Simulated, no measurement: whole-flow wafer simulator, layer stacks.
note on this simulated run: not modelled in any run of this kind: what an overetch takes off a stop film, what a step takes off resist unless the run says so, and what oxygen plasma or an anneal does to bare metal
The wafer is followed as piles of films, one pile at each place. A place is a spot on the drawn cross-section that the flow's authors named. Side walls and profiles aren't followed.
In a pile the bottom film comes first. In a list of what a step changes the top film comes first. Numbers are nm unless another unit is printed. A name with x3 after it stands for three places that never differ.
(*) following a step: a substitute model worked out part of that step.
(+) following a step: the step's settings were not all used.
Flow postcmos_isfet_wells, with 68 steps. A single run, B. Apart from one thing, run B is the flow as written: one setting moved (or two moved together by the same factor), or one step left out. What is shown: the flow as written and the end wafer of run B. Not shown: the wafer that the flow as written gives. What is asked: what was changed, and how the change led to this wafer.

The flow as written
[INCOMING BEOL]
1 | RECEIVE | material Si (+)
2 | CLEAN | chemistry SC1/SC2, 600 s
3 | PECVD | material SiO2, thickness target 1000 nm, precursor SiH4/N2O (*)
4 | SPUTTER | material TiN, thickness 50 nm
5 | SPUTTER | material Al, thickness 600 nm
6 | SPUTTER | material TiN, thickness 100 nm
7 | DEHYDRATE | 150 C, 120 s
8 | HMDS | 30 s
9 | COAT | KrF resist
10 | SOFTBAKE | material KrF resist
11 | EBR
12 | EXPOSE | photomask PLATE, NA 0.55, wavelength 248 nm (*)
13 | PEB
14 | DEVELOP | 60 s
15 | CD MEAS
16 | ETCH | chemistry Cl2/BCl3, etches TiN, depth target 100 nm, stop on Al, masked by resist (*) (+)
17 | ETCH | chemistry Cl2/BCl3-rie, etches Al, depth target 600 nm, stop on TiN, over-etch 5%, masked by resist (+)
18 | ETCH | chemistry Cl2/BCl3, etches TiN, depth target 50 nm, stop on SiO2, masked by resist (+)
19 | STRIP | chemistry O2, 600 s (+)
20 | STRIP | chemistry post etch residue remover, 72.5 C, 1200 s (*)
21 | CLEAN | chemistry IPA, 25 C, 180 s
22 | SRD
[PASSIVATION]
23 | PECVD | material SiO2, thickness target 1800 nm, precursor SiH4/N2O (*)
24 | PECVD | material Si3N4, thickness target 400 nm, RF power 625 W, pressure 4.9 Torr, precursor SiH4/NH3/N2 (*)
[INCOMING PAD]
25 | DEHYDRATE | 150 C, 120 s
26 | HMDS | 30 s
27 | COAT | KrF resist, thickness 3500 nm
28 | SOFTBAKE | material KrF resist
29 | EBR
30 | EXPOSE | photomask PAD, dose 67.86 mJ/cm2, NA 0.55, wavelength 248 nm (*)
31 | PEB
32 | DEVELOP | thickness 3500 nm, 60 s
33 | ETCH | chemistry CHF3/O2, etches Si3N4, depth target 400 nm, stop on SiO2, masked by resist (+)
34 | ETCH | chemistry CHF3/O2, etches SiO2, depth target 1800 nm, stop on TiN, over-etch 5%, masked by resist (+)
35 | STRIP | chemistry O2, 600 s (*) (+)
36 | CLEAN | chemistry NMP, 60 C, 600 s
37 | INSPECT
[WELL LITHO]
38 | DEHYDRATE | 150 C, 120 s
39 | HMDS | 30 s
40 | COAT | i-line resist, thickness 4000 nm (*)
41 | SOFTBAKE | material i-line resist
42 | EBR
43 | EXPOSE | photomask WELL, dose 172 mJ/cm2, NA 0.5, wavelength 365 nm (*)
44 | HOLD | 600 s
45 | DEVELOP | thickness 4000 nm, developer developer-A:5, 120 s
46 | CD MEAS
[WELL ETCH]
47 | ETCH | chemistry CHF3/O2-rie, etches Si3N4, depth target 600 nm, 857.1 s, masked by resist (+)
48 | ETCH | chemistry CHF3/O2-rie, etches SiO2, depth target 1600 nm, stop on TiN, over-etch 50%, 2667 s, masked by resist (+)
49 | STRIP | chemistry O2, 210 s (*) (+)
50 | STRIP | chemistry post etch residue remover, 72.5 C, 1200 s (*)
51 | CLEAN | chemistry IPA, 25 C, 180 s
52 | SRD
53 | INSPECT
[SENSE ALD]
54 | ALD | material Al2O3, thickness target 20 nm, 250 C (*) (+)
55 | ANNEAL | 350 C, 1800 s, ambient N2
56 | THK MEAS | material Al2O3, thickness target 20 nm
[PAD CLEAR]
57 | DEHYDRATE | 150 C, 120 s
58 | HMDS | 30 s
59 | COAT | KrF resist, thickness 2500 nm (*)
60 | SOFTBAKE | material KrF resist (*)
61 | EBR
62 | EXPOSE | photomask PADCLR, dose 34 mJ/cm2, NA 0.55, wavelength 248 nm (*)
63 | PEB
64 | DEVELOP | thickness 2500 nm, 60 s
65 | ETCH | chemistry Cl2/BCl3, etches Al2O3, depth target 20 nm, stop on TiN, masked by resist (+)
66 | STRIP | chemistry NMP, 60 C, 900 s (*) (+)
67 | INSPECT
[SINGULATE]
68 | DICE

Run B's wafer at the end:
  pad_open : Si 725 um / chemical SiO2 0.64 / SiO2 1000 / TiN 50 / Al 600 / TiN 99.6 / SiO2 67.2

What caused this: step 33, ETCH: depth target 336 nm was run, whereas the flow has depth target 400 nm.

The path from the change to this, step by step:
  33 | ETCH | chemistry CHF3/O2, etches Si3N4, depth target 400 nm, stop on SiO2, masked by resist (+)
      pad_open: -336 Si3N4 (as written it would have been: -400 Si3N4 (all of it))
      field, margin, well900, well1300 x3, pad_rim, pad_clr: -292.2 KrF resist (as written it would have been: -347.8 KrF resist)
  34 | ETCH | chemistry CHF3/O2, etches SiO2, depth target 1800 nm, stop on TiN, over-etch 5%, masked by resist (+)
      pad_open: -64 Si3N4 (all of it), -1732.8 SiO2 (as written it would have been: -1800 SiO2 (all of it))
  35 | STRIP | chemistry O2, 600 s (*) (+)
      field, margin, well900, well1300 x3, pad_rim, pad_clr: -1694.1 KrF resist (all of it) (as written it would have been: -1638.4 KrF resist (all of it))
  41 | SOFTBAKE | material i-line resist
      pad_clr: -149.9 i-line resist (as written it would have been: -156.7 i-line resist)
      pad_open: +112.4 i-line resist (as written it would have been: +115.3 i-line resist)
